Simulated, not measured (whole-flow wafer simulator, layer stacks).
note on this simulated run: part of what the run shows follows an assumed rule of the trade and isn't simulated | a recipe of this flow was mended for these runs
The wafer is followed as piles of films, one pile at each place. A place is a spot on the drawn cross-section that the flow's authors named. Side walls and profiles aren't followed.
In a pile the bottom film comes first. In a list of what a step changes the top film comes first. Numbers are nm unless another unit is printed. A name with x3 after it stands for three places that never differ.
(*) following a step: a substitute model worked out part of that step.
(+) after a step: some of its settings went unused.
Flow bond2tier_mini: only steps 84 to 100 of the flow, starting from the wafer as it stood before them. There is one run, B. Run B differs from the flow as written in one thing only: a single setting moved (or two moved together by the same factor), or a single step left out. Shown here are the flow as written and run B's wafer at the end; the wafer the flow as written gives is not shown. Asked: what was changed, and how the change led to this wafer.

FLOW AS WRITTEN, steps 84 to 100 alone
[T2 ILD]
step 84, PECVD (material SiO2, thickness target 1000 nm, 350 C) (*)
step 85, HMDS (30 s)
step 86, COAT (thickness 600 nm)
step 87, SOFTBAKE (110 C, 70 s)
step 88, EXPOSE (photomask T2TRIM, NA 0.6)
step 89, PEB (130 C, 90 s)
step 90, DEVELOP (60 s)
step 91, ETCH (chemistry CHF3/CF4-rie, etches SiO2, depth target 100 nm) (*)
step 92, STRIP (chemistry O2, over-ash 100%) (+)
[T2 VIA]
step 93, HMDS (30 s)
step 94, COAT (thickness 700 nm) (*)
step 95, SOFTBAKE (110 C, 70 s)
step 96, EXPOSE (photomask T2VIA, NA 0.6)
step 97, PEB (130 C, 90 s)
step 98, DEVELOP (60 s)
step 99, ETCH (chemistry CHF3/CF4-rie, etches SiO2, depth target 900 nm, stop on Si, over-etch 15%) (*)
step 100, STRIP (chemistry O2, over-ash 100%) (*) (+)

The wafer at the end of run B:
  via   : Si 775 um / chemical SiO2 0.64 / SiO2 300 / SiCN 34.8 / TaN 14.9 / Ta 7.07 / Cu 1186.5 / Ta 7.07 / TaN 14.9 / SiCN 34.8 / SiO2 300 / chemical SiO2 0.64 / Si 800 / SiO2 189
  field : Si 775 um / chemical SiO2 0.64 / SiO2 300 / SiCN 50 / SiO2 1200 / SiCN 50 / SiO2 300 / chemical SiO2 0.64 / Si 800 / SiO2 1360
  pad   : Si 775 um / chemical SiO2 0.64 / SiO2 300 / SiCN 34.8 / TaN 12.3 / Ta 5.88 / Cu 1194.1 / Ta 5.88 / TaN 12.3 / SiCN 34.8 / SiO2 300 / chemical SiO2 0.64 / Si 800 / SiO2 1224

What caused this: step 84, PECVD: thickness target 1360 nm was run, though the flow has thickness target 1000 nm; step 91, ETCH: depth target 136 nm was run, where the flow has depth target 100 nm.
The wafer lets one read it off: field has SiO2 1360, and step 84 as written asks for 1000 nm.

The path from the change to this, step by step:
  step 84, PECVD (material SiO2, thickness target 1000 nm, 350 C) (*)
      field, pad, via: +1360 SiO2 (new film) (as written it would have been: +1000 SiO2 (new film))
  step 91, ETCH (chemistry CHF3/CF4-rie, etches SiO2, depth target 100 nm) (*)
      pad, via: -136 SiO2 (as written it would have been: -100 SiO2)
      field: -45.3 thick-KrF-resist (as written it would have been: -33.3 thick-KrF-resist)
  step 92, STRIP (chemistry O2, over-ash 100%) (+)
      field: -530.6 thick-KrF-resist (all of it) (as written it would have been: -542.6 thick-KrF-resist (all of it))
  step 94, COAT (thickness 700 nm) (*)
      field: +641.4 thick-KrF-resist (new film) (as written it would have been: +656.8 thick-KrF-resist (new film))
      pad: +760.9 thick-KrF-resist (new film) (as written it would have been: +744.9 thick-KrF-resist (new film))
  step 99, ETCH (chemistry CHF3/CF4-rie, etches SiO2, depth target 900 nm, stop on Si, over-etch 15%) (*)
      via: -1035 SiO2 (as written it would have been: -900 SiO2 (all of it), -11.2 Si)
  step 100, STRIP (chemistry O2, over-ash 100%) (*) (+)
      field: -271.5 thick-KrF-resist (all of it) (as written it would have been: -286.6 thick-KrF-resist (all of it))
      pad: -388.7 thick-KrF-resist (all of it) (as written it would have been: -372.9 thick-KrF-resist (all of it))
